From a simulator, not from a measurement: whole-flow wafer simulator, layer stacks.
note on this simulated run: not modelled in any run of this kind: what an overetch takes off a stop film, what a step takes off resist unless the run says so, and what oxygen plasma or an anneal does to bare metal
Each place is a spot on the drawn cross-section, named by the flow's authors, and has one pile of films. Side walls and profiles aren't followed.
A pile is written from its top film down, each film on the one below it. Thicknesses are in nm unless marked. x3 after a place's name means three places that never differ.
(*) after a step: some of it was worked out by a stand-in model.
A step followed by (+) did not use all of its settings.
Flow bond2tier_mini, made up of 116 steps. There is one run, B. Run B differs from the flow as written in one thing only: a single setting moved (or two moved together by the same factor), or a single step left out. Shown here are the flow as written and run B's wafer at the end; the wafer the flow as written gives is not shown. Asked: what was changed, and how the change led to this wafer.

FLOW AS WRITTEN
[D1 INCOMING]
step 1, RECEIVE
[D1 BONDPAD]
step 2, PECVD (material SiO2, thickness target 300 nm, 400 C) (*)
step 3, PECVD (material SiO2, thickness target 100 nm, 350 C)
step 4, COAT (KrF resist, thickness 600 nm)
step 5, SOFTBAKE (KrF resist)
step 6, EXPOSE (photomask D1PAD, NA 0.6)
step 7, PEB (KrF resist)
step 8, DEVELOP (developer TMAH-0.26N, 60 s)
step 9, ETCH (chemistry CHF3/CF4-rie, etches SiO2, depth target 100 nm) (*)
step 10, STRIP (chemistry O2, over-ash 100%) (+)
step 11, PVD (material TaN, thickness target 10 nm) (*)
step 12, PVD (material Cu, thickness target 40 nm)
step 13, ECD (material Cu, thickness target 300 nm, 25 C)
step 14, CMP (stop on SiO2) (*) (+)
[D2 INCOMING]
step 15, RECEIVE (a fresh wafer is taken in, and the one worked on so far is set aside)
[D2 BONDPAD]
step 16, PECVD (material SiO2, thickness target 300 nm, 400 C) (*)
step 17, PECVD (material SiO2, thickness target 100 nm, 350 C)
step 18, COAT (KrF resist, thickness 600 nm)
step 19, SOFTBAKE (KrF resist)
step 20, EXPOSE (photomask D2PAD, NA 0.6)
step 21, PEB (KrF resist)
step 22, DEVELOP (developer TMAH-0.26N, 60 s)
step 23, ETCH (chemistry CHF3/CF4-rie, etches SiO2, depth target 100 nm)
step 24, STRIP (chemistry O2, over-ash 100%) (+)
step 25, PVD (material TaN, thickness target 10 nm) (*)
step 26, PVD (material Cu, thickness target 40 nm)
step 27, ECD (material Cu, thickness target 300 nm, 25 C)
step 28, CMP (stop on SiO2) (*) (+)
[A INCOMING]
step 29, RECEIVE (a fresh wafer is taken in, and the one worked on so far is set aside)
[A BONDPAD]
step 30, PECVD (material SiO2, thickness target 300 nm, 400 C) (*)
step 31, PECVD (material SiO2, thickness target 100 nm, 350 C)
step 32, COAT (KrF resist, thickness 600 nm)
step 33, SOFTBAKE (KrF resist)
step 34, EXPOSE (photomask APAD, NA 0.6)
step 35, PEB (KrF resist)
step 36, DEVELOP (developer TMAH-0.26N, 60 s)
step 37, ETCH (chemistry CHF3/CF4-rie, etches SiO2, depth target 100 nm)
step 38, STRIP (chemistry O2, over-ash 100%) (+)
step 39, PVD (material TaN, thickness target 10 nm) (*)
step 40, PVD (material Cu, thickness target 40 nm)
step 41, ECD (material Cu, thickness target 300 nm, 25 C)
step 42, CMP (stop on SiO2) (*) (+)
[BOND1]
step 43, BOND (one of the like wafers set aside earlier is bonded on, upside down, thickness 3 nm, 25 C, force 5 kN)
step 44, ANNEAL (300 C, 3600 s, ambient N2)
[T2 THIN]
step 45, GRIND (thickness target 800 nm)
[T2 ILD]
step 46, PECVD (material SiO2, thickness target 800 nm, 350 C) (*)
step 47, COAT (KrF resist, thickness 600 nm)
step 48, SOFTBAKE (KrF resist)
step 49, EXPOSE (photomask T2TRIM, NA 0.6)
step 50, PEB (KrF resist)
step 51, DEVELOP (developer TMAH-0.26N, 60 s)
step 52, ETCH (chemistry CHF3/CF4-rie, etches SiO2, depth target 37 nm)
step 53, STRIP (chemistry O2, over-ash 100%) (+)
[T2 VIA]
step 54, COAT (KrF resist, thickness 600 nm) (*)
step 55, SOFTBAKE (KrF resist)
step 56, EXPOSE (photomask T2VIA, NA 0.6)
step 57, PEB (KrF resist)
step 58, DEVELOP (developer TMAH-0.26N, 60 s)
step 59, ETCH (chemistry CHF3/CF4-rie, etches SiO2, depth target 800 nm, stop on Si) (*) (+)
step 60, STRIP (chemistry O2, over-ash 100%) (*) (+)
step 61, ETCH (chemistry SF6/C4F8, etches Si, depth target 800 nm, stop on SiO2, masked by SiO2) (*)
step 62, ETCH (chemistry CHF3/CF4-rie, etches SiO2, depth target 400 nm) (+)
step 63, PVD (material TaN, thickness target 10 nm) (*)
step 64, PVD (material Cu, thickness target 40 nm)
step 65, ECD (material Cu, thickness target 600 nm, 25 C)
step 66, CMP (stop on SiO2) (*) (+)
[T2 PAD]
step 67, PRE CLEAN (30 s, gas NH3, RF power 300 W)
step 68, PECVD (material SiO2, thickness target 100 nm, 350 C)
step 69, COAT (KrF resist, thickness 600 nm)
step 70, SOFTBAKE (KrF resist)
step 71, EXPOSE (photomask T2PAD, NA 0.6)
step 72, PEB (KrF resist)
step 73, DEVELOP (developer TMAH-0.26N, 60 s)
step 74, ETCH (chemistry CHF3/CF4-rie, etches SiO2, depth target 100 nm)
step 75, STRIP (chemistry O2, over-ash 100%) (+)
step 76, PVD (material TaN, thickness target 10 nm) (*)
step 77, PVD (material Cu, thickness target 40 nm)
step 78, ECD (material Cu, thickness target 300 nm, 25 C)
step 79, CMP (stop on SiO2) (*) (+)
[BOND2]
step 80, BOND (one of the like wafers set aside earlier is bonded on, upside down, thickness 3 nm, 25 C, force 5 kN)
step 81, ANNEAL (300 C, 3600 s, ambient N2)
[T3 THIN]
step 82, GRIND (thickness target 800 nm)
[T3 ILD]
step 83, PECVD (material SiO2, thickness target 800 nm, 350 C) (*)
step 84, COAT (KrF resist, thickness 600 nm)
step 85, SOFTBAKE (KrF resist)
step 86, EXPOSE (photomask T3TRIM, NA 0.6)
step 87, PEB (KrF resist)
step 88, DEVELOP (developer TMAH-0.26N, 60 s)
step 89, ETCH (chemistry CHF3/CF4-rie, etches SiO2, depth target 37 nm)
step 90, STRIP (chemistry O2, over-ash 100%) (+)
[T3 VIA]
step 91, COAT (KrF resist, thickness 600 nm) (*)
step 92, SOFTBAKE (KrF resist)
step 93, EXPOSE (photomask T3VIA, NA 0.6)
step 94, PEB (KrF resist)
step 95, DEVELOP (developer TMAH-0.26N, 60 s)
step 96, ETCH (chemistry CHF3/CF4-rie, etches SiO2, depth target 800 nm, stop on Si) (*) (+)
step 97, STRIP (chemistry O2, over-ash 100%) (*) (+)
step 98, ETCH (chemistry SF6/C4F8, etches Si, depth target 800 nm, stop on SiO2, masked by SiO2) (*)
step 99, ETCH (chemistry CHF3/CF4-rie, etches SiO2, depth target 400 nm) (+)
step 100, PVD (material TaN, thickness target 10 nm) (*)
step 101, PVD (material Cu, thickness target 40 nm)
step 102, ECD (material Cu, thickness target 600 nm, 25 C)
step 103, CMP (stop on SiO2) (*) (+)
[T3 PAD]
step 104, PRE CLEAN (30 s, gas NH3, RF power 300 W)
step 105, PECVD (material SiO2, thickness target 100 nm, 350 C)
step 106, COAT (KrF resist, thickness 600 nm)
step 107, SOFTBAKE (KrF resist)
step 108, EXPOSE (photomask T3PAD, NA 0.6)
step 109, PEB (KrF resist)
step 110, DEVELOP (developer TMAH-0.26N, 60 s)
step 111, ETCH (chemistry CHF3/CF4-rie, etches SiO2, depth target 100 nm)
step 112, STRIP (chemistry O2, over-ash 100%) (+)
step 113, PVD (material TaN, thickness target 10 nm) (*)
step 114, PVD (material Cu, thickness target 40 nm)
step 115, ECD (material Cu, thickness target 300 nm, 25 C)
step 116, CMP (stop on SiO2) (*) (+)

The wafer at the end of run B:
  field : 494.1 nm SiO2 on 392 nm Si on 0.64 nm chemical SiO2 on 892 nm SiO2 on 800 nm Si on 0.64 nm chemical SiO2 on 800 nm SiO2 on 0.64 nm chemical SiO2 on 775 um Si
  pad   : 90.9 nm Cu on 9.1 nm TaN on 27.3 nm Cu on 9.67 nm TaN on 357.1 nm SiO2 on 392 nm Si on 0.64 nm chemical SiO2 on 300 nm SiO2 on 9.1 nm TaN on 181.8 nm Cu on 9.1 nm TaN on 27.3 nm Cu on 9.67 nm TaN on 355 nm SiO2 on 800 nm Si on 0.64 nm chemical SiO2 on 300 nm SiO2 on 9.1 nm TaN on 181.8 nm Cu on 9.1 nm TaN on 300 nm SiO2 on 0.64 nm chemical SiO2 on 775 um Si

Cause: step 82, GRIND: thickness target 392 nm was run, though the flow has thickness target 800 nm.
The wafer lets one read it off: field has Si 392, and step 82 as written asks for 800 nm.

The path from the change to this, step by step:
  step 82, GRIND (thickness target 800 nm)
      field, pad: Si loses 774.61 um (in the flow as written it would be: Si loses 774.2 um)
  step 98, ETCH (chemistry SF6/C4F8, etches Si, depth target 800 nm, stop on SiO2, masked by SiO2) (*)
      field, pad: SiO2 loses 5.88 (in the flow as written it would be: SiO2 loses 8)
